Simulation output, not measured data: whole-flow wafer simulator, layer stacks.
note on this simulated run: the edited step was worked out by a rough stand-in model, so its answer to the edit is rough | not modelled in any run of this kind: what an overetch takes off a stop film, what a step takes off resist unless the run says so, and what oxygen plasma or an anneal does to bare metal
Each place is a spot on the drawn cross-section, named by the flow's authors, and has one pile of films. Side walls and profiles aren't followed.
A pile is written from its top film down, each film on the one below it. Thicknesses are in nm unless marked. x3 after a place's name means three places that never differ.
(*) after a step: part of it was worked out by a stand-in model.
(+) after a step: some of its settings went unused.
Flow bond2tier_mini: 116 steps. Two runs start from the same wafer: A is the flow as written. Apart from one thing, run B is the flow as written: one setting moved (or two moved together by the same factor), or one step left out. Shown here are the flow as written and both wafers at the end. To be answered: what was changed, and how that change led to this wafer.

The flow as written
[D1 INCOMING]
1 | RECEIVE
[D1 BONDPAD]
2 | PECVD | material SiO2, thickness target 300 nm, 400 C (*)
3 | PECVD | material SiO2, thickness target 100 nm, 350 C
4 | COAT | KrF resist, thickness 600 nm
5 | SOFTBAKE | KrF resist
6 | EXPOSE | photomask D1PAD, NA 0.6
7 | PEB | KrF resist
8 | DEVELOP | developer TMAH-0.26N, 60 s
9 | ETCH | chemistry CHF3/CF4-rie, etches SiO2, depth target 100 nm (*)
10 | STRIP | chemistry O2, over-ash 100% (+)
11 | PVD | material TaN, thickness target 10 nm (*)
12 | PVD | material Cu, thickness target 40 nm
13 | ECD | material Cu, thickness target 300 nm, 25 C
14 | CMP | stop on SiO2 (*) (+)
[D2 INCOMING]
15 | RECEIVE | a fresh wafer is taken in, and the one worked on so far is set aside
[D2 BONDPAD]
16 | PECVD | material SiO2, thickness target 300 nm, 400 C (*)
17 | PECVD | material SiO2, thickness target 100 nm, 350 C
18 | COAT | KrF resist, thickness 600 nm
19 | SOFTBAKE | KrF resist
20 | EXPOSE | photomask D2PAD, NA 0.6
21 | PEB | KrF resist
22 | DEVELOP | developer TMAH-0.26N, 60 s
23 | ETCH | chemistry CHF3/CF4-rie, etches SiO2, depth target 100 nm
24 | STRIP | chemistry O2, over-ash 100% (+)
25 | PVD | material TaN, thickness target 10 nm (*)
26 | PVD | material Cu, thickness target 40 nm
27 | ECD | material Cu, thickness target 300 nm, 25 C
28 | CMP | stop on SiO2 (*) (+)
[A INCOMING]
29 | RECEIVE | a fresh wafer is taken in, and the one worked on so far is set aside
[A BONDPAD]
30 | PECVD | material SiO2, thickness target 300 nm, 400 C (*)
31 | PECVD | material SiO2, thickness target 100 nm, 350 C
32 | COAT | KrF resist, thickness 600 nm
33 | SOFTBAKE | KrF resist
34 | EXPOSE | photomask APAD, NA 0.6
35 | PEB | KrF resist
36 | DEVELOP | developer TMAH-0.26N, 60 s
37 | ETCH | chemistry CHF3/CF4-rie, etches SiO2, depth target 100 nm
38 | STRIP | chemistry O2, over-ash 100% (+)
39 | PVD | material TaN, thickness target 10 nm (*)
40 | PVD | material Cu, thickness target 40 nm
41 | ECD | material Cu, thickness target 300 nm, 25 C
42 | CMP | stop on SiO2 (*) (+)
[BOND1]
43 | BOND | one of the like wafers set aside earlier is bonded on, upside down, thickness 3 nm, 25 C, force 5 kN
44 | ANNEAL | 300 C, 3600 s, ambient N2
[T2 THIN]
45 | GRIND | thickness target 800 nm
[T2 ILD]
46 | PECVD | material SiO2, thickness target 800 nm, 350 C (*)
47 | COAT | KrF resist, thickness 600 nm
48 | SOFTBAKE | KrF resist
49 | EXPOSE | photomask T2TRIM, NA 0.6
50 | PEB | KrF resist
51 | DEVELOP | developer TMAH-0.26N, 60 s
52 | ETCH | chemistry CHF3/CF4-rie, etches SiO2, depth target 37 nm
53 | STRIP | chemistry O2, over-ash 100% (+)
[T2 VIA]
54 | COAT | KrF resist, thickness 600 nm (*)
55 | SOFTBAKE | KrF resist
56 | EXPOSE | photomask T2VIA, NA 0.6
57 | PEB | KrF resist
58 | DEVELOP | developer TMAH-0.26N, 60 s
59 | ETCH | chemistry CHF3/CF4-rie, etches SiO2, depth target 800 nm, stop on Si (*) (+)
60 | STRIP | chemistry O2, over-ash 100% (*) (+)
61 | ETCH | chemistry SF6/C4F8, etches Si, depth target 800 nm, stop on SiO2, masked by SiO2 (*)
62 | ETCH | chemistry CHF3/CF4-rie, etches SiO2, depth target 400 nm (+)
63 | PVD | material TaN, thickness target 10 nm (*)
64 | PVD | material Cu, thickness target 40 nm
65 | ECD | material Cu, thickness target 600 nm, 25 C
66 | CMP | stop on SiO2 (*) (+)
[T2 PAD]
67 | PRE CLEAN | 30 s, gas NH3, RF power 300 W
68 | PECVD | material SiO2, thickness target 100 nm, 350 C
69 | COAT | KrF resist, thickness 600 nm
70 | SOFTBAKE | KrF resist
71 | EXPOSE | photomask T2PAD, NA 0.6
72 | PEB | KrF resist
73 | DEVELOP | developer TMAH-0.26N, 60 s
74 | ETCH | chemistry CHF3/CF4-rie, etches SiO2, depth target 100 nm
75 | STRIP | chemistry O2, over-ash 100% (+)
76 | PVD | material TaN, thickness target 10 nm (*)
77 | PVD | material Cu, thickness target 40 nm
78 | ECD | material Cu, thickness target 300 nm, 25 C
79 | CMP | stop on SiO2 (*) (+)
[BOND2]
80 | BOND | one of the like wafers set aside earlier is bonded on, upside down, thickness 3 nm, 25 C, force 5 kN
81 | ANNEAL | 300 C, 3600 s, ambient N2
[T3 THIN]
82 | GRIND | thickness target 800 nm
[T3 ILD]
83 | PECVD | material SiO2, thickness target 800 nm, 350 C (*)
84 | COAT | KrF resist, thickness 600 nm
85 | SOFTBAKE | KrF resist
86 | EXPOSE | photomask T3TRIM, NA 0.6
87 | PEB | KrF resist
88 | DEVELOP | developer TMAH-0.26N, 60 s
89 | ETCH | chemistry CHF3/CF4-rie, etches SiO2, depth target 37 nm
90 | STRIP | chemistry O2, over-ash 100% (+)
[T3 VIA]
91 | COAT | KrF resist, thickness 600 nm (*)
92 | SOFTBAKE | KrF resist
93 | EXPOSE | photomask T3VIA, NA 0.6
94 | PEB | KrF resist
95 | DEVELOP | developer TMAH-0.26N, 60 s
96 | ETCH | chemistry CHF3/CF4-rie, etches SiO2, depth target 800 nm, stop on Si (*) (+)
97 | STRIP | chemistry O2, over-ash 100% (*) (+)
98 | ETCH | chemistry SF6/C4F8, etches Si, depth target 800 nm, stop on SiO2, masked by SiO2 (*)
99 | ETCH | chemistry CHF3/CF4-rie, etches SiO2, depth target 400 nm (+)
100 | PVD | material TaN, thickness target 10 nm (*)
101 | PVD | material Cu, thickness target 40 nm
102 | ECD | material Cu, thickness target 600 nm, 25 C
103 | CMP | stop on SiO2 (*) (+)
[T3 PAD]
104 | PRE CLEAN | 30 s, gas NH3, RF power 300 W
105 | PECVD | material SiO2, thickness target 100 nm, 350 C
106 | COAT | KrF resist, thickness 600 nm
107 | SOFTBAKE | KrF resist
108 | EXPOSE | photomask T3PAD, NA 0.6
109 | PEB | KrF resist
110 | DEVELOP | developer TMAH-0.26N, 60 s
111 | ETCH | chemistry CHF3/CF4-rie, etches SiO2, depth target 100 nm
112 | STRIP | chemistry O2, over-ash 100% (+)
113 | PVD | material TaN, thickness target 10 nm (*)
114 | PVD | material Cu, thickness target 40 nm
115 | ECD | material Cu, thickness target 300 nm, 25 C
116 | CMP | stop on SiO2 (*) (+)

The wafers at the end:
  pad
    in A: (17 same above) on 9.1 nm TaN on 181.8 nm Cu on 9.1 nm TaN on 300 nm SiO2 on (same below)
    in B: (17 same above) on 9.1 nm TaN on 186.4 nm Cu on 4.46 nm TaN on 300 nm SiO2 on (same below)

Cause: step 39, PVD: thickness target 4.9 nm was run, though the flow has thickness target 10 nm.

How this came from the change, step by step:
  39 | PVD | material TaN, thickness target 10 nm (*)
      field: A +10 TaN (new film) | B +4.9 TaN (new film)
      pad: A +9.1 TaN (new film) | B +4.46 TaN (new film)
      (as well as at 1 more place)
  42 | CMP | stop on SiO2 (*) (+)
      field: A -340 Cu (all of it), -10 TaN (all of it) | B -340 Cu (all of it), -4.9 TaN (all of it)
